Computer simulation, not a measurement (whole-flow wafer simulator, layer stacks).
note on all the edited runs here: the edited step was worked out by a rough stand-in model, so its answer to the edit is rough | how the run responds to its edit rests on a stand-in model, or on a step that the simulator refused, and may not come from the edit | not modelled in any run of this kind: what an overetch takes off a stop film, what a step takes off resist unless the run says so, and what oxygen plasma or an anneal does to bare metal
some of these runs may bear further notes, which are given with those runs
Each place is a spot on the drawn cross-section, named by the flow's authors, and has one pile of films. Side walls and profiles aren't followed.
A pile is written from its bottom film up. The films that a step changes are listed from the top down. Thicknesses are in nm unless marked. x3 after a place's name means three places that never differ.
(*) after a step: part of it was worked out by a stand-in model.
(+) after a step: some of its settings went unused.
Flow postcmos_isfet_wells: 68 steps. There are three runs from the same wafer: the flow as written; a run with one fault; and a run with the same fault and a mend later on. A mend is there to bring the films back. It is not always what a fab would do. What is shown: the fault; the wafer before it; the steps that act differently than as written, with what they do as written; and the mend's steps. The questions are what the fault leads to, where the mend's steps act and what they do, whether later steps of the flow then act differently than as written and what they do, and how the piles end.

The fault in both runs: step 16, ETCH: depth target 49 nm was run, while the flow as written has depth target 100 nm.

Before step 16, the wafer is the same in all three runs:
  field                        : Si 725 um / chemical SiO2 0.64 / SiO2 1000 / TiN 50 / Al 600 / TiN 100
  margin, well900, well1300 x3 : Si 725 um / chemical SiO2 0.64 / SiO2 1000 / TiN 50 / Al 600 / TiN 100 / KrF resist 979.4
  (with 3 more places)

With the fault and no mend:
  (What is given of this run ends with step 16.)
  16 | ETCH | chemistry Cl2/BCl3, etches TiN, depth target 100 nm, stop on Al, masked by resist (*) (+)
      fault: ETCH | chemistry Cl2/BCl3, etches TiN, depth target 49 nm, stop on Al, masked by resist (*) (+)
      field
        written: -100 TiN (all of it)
        fault: -49 TiN
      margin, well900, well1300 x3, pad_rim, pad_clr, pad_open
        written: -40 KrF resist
        fault: -19.6 KrF resist
  After step 16, at field, margin, well900, well1300 x3, pad_rim, pad_clr, pad_open, the piles differ from the flow's by more than 2% or 0.5 nm, whichever is larger.
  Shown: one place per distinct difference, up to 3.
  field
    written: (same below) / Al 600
    fault: (same below) / Al 600 / TiN 51
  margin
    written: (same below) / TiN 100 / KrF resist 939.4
    fault: (same below) / TiN 100 / KrF resist 959.8

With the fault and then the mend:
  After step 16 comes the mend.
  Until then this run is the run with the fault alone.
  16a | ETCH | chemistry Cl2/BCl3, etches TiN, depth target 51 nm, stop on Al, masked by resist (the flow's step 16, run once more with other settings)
      margin, well900, well1300 x3, pad_rim, pad_clr, pad_open
        -20.4 KrF resist
      field
        -51 TiN (all of it)
  Later steps of the flow that are run all act as written at every place that is followed.
  By the end, the piles equal the flow's at every place that both follow.
